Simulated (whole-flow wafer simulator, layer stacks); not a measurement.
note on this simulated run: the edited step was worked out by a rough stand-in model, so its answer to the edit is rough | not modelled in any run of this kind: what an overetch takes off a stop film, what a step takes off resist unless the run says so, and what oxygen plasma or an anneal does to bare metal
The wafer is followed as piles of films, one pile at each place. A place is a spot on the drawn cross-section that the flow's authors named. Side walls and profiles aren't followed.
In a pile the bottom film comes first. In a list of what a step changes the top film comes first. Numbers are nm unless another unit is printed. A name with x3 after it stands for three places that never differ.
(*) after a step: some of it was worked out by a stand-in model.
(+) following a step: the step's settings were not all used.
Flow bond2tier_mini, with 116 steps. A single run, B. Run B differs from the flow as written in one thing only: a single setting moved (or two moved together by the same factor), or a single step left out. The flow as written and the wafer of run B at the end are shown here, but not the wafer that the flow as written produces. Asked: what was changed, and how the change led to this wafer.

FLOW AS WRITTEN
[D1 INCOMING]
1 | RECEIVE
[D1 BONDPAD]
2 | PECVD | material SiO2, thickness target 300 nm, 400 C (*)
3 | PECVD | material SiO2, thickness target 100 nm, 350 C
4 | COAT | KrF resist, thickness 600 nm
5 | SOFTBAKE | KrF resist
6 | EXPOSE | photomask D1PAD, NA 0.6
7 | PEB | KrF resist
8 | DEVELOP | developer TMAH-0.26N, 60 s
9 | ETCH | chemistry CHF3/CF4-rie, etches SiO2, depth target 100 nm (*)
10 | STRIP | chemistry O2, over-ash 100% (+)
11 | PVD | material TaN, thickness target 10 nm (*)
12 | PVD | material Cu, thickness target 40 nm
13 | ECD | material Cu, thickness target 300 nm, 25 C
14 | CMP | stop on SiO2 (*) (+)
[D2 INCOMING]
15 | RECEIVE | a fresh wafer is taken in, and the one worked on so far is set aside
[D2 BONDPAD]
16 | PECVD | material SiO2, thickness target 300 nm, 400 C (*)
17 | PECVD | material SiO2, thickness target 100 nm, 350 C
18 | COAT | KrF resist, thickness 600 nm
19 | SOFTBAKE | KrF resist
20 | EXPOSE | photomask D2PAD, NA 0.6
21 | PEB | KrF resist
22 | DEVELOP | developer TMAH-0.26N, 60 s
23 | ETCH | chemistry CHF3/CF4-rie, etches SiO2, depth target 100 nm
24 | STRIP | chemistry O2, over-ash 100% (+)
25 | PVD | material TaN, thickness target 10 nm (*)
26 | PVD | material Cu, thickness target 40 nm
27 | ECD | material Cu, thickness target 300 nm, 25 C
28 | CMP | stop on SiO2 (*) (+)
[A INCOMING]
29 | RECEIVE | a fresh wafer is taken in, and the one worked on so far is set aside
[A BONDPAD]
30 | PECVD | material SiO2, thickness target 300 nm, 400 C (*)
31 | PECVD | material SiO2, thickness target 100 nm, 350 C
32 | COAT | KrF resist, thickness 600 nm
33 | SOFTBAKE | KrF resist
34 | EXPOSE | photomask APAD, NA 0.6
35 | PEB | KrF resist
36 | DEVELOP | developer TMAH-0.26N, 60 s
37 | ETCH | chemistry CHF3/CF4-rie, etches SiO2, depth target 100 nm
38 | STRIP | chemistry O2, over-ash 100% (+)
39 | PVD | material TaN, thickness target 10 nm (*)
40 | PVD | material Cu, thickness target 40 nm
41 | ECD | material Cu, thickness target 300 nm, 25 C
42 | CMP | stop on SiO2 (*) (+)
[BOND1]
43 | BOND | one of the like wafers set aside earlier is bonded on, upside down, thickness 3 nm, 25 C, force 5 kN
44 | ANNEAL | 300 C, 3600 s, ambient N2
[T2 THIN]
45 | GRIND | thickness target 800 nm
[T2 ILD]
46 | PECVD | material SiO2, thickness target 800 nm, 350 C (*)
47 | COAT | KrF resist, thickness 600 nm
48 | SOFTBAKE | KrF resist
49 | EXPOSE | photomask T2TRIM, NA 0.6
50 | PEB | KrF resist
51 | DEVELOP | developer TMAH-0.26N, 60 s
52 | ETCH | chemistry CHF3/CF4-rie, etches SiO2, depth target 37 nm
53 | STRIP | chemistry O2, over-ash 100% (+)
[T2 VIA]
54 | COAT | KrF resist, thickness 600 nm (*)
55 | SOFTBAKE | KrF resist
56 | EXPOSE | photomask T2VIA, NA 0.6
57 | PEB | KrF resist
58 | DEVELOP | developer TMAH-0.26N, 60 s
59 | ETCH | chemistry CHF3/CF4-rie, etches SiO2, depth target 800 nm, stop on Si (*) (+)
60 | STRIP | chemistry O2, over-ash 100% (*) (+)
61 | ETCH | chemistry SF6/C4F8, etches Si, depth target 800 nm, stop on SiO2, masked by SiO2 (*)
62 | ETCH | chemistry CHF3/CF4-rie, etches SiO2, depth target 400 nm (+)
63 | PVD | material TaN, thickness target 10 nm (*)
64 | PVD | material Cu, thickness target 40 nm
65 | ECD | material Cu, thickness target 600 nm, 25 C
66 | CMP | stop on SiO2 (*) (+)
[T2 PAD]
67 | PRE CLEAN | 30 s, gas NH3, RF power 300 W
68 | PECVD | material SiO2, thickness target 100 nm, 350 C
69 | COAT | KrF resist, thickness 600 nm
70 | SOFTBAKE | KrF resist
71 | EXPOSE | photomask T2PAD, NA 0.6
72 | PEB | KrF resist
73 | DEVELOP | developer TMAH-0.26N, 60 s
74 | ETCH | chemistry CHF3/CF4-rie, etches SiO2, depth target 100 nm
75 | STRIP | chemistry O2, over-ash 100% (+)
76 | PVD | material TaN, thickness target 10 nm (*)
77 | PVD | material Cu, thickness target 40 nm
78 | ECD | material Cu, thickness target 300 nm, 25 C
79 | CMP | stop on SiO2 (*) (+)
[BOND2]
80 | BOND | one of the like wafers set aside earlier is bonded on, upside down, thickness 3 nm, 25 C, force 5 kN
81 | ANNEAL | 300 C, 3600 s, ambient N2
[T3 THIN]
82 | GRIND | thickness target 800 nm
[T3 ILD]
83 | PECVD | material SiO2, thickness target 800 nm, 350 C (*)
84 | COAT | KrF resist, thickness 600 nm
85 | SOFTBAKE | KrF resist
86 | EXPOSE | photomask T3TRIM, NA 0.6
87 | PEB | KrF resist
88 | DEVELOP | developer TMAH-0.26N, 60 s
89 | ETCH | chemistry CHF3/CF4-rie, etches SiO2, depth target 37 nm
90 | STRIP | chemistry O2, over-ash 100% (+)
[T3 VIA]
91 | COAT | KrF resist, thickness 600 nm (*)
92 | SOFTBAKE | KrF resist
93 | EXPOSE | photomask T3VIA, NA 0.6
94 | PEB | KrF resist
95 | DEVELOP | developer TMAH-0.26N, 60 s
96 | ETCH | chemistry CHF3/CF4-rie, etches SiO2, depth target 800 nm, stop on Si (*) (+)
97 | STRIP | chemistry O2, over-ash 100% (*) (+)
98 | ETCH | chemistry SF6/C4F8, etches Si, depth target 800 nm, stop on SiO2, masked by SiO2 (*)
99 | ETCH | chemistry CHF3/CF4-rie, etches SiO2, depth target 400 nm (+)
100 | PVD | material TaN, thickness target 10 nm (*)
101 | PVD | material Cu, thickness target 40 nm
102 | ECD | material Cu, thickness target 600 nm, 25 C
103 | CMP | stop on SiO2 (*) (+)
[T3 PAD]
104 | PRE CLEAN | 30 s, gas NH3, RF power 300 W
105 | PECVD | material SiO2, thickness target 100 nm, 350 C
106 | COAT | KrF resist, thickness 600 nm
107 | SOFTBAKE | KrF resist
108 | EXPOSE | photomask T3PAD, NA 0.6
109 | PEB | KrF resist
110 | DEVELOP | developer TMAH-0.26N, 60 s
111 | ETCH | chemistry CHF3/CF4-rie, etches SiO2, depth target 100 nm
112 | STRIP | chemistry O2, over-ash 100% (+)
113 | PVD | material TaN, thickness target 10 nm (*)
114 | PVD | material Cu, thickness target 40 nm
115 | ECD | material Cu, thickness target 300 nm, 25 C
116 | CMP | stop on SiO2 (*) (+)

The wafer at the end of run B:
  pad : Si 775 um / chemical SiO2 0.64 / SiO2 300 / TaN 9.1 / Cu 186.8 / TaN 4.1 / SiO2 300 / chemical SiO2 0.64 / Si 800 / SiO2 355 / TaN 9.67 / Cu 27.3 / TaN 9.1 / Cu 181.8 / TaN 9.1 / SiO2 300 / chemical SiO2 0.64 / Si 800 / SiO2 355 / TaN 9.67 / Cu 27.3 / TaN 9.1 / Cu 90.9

What caused this: step 11, PVD: thickness target 4.5 nm was run, though the flow has thickness target 10 nm.

The path from the change to this, step by step:
  11 | PVD | material TaN, thickness target 10 nm (*)
      field: TaN gains 4.5 (new film) (as written it would have been: TaN gains 10 (new film))
      pad: TaN gains 4.1 (new film) (as written it would have been: TaN gains 9.1 (new film))
      (and at 1 other place as well)
  14 | CMP | stop on SiO2 (*) (+)
      field: Cu loses 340 (all of it), TaN loses 4.5 (all of it) (as written it would have been: Cu loses 340 (all of it), TaN loses 10 (all of it))
  43 | BOND | one of the like wafers set aside earlier is bonded on, upside down, thickness 3 nm, 25 C, force 5 kN
      pad: Si gains 775 um (new film), chemical SiO2 gains 0.64 (new film), SiO2 gains 300 (new film), TaN gains 4.1 (new film), Cu gains 95.9 (as written it would have been: Si gains 775 um (new film), chemical SiO2 gains 0.64 (new film), SiO2 gains 300 (new film), TaN gains 9.1 (new film), Cu gains 90.9)
      via: Si gains 775 um (new film), chemical SiO2 gains 0.64 (new film), SiO2 gains 300 (new film), TaN gains 4.49 (new film), Cu gains 95.5 (as written it would have been: Si gains 775 um (new film), chemical SiO2 gains 0.64 (new film), SiO2 gains 300 (new film), TaN gains 9.97 (new film), Cu gains 90)
